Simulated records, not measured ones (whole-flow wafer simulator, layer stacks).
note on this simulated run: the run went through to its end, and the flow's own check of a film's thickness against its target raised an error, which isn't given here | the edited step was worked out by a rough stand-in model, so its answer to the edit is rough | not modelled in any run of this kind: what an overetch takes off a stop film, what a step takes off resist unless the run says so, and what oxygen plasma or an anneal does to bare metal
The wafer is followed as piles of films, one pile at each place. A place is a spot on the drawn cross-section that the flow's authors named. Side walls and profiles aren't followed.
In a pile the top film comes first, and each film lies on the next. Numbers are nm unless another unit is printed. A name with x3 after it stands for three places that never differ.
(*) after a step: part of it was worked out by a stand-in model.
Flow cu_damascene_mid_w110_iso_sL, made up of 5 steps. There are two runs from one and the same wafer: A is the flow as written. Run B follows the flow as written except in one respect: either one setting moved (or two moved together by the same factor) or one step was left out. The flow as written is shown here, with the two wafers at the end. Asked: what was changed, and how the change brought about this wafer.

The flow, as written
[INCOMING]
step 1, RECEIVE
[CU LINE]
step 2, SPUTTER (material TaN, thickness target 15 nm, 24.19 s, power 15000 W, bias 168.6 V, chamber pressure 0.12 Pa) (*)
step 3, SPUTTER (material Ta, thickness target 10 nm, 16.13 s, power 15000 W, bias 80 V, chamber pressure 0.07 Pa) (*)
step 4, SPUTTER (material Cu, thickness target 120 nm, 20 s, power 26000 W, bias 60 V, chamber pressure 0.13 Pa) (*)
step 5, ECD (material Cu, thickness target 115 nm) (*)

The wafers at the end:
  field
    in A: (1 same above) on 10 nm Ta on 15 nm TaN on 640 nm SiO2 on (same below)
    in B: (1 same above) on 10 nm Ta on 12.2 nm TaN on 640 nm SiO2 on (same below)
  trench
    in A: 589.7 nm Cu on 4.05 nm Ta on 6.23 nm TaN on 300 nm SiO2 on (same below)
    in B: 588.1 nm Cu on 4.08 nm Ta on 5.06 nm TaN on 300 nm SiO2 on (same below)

Cause: step 2, SPUTTER: power 12200 W was run, while the flow as written has power 15000 W.

The path from the change to this, step by step:
  step 2, SPUTTER (material TaN, thickness target 15 nm, 24.19 s, power 15000 W, bias 168.6 V, chamber pressure 0.12 Pa) (*)
      field: A TaN gains 15 (new film) | B TaN gains 12.2 (new film)
      trench: A TaN gains 6.23 (new film) | B TaN gains 5.06 (new film)
